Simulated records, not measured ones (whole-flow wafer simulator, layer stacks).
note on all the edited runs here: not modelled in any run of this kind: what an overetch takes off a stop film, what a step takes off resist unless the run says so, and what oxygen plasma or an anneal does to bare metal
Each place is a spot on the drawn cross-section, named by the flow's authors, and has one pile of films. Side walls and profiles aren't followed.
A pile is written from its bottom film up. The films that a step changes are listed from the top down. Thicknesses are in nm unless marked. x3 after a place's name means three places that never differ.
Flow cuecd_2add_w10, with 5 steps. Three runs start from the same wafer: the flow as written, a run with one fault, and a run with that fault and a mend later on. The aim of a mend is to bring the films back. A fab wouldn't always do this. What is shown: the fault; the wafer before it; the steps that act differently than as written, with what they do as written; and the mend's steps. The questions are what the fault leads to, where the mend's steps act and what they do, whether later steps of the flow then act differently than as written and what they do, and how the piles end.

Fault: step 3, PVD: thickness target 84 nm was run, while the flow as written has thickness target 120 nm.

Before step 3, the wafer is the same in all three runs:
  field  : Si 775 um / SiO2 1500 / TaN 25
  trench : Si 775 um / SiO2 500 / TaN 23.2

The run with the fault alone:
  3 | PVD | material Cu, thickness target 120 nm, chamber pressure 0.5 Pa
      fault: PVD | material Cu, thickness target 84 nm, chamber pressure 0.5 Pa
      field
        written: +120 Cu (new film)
        fault: +84 Cu (new film)
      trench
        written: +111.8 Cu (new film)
        fault: +78.2 Cu (new film)
  Later steps of the flow that are run all act as written at every place that is followed.
  The piles end different from the flow's at field, trench by more than 2% or 0.5 nm, whichever is larger.
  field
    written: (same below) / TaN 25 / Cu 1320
    fault: (same below) / TaN 25 / Cu 1284
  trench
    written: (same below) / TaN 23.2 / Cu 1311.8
    fault: (same below) / TaN 23.2 / Cu 1278.2

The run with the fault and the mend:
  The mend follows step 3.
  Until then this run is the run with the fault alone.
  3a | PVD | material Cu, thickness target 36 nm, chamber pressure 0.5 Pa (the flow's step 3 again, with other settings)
      field
        +36 Cu
      trench
        +33.4 Cu
  Later steps of the flow that are run all act as written at every place that is followed.
  When the end is reached, the piles differ only a little from the flow's at the places that both follow, at most by 2% or 0.5 nm, whichever is larger.
